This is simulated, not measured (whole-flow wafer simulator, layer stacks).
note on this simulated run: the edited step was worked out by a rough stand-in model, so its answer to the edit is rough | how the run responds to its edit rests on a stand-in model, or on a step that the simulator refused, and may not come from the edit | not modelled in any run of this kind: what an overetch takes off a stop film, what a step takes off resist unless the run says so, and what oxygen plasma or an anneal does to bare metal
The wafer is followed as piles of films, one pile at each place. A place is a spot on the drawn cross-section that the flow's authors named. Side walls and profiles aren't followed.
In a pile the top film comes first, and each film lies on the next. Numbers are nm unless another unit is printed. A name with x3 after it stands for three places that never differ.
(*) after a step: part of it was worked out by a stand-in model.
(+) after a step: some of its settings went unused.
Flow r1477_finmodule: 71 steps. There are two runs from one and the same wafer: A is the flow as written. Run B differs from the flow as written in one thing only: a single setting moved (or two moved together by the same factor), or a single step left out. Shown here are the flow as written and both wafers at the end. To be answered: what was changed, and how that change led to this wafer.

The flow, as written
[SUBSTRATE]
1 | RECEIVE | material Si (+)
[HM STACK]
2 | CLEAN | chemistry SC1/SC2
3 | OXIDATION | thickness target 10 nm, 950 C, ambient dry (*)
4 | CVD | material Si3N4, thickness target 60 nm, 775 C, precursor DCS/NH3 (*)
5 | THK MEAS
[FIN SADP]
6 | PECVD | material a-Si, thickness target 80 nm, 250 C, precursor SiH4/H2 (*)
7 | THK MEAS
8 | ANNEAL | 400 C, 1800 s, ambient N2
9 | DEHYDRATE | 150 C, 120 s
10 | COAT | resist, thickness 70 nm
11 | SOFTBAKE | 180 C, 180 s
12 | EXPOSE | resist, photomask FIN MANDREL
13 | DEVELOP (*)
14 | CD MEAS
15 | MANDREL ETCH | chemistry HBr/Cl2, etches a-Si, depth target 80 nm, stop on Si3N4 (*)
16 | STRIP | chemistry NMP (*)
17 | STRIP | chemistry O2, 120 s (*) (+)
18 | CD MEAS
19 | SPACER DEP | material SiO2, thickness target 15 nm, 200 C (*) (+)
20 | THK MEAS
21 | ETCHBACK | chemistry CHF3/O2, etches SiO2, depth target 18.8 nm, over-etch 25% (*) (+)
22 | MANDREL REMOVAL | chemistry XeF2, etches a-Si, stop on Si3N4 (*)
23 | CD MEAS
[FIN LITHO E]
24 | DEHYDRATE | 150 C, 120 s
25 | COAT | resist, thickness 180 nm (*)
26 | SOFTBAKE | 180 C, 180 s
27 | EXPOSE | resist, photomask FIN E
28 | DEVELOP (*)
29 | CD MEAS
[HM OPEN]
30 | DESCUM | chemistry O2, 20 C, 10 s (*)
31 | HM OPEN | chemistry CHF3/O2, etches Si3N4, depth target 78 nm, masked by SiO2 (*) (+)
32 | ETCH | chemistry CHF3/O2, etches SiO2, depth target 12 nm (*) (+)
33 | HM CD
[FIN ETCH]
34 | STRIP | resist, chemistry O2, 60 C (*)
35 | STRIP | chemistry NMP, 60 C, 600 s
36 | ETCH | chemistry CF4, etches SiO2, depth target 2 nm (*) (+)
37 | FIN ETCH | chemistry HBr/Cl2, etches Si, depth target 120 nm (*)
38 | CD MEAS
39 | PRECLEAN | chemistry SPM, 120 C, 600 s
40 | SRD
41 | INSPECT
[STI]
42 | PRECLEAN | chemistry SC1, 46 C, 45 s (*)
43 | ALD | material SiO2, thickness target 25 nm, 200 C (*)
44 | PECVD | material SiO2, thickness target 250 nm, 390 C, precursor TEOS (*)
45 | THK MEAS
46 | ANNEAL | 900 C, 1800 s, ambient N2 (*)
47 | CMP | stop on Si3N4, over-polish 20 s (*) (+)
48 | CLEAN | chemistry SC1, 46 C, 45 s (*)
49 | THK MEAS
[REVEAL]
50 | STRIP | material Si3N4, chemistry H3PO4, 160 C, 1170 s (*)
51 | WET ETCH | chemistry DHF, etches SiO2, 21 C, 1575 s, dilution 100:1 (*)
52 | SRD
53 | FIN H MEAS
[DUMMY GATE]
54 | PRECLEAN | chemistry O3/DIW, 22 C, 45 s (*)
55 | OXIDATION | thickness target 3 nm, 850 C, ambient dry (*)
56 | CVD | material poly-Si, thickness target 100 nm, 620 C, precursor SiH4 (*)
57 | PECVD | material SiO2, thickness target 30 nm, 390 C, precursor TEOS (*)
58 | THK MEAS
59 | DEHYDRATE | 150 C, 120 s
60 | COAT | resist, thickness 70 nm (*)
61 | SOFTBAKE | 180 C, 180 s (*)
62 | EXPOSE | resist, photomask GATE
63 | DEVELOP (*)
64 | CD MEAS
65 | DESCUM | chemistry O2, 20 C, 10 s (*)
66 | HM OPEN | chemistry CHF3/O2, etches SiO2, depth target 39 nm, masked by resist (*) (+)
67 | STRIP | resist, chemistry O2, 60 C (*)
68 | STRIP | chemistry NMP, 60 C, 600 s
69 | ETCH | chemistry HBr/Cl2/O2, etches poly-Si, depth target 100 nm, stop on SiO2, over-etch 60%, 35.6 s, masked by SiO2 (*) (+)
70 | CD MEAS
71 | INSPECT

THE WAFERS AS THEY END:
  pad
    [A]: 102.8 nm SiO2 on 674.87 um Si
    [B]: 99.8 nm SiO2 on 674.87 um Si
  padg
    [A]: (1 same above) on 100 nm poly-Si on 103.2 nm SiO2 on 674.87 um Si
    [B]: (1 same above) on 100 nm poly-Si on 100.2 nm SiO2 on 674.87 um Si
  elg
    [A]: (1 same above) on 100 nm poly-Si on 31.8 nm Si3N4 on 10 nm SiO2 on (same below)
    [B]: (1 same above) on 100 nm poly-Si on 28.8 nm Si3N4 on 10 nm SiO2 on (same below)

Cause: step 4, CVD: thickness target 57 nm was run, though the flow has thickness target 60 nm.

How this came from the change, step by step:
  4 | CVD | material Si3N4, thickness target 60 nm, 775 C, precursor DCS/NH3 (*)
      pad, padg, elg and 33 more: A Si3N4 gains 60 (new film) | B Si3N4 gains 57 (new film)
  31 | HM OPEN | chemistry CHF3/O2, etches Si3N4, depth target 78 nm, masked by SiO2 (*) (+)
      s40cg, s45cg, s50cg, s40co, s45co, s50co: A Si3N4 loses 60 (all of it), SiO2 loses 9 | B Si3N4 loses 57 (all of it), SiO2 loses 10 (all of it)
      pad, padg, esg and 13 more: A Si3N4 loses 56.4 (all of it), SiO2 loses 10 (all of it) | B Si3N4 loses 53.4 (all of it), SiO2 loses 10 (all of it)
  32 | ETCH | chemistry CHF3/O2, etches SiO2, depth target 12 nm (*) (+)
      s40cg, s40co: A SiO2 loses 1 (all of it), Si loses 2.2 | B Si loses 2.09
      s45cg, s45co: A SiO2 loses 1 (all of it), Si loses 2.2 | B Si loses 2.12
      (also at 2 further places)
  47 | CMP | stop on Si3N4, over-polish 20 s (*) (+)
      pad, padg, e40sg and 11 more: A SiO2 loses 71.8 | B SiO2 loses 74.8
      eso: A SiO2 loses 72.4 | B SiO2 loses 75.4
  50 | STRIP | material Si3N4, chemistry H3PO4, 160 C, 1170 s (*)
      s40sg_line, s45sg_line, s50sg_line, s40so_line, s45so_line, s50so_line: A Si3N4 loses 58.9 (all of it), SiO2 loses 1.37 | B Si3N4 loses 55.9 (all of it), SiO2 loses 1.46
  56 | CVD | material poly-Si, thickness target 100 nm, 620 C, precursor SiH4 (*)
      s40cg, s40co: A poly-Si gains 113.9 (new film) | B poly-Si gains 116.9 (new film)
      s45cg, s45co: A poly-Si gains 113.4 (new film) | B poly-Si gains 116.4 (new film)
      (also at 2 further places)
  60 | COAT | resist, thickness 70 nm (*)
      s40sg, s40so: A resist gains 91 (new film) | B resist gains 93.9 (new film)
      s45sg, s45so: A resist gains 91 (new film) | B resist gains 93.8 (new film)
      (also at 2 further places)
  63 | DEVELOP (*)
      s40so: A resist loses 91 (all of it) | B resist loses 93.9 (all of it)
      s45so: A resist loses 91 (all of it) | B resist loses 93.8 (all of it)
      (also at 1 further place)
  67 | STRIP | resist, chemistry O2, 60 C (*)
      s40sg: A resist loses 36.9 (all of it) | B resist loses 39.8 (all of it)
      s45sg: A resist loses 36.9 (all of it) | B resist loses 39.7 (all of it)
      (also at 1 further place)
  69 | ETCH | chemistry HBr/Cl2/O2, etches poly-Si, depth target 100 nm, stop on SiO2, over-etch 60%, 35.6 s, masked by SiO2 (*) (+)
      s40co: A chemical SiO2 loses 1.46 (all of it), poly-Si loses 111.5 (all of it), SiO2 loses 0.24 | B chemical SiO2 loses 1.46 (all of it), poly-Si loses 114.5 (all of it), SiO2 loses 0.23
      s45co: A chemical SiO2 loses 1.46 (all of it), poly-Si loses 110.9 (all of it), SiO2 loses 0.25 | B chemical SiO2 loses 1.46 (all of it), poly-Si loses 113.9 (all of it), SiO2 loses 0.23
      (also at 1 further place)
